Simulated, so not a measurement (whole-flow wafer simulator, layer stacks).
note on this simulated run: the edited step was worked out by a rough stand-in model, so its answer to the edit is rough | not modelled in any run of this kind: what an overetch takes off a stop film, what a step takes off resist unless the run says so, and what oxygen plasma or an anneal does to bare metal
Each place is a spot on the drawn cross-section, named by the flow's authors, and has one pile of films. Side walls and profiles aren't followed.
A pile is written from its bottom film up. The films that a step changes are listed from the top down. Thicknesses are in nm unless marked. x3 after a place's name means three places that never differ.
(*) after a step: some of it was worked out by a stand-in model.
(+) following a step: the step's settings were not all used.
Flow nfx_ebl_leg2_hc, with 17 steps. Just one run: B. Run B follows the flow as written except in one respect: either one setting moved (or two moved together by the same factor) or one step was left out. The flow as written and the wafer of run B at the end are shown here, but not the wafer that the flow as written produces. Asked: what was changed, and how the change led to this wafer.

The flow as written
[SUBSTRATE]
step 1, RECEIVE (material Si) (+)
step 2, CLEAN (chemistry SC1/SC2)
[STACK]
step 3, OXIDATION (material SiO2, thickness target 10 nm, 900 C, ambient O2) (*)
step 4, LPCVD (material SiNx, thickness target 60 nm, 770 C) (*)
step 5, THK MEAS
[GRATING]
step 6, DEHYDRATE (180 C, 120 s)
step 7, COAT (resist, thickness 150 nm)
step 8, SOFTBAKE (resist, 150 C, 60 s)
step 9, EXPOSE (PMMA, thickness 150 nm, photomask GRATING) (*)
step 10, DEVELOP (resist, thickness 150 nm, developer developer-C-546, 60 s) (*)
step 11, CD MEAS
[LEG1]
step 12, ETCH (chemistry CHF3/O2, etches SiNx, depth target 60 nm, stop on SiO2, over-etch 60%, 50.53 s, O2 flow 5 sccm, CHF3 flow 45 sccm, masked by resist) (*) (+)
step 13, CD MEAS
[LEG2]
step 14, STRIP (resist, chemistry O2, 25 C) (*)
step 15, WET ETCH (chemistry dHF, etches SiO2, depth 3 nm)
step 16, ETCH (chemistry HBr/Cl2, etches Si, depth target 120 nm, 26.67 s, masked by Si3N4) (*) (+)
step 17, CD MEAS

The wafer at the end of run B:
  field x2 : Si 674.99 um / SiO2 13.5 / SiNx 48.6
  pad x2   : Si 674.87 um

What caused this: step 3, OXIDATION: thickness target 13.5 nm was run, whereas the flow has thickness target 10 nm.
The wafer lets one read it off: field x2 has SiO2 13.5, and step 3 as written asks for 10 nm.

The path from the change to this, step by step:
  step 3, OXIDATION (material SiO2, thickness target 10 nm, 900 C, ambient O2) (*)
      field x2, pad x2: SiO2 gains 13.5 (new film), chemical SiO2 loses 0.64 (all of it), Si loses 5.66 (as written it would have been: SiO2 gains 10 (new film), chemical SiO2 loses 0.64 (all of it), Si loses 4.12)
  step 12, ETCH (chemistry CHF3/O2, etches SiNx, depth target 60 nm, stop on SiO2, over-etch 60%, 50.53 s, O2 flow 5 sccm, CHF3 flow 45 sccm, masked by resist) (*) (+)
      pad x2: SiNx loses 60 (all of it), SiO2 loses 13.5 (all of it) (as written it would have been: SiNx loses 60 (all of it), SiO2 loses 10 (all of it))
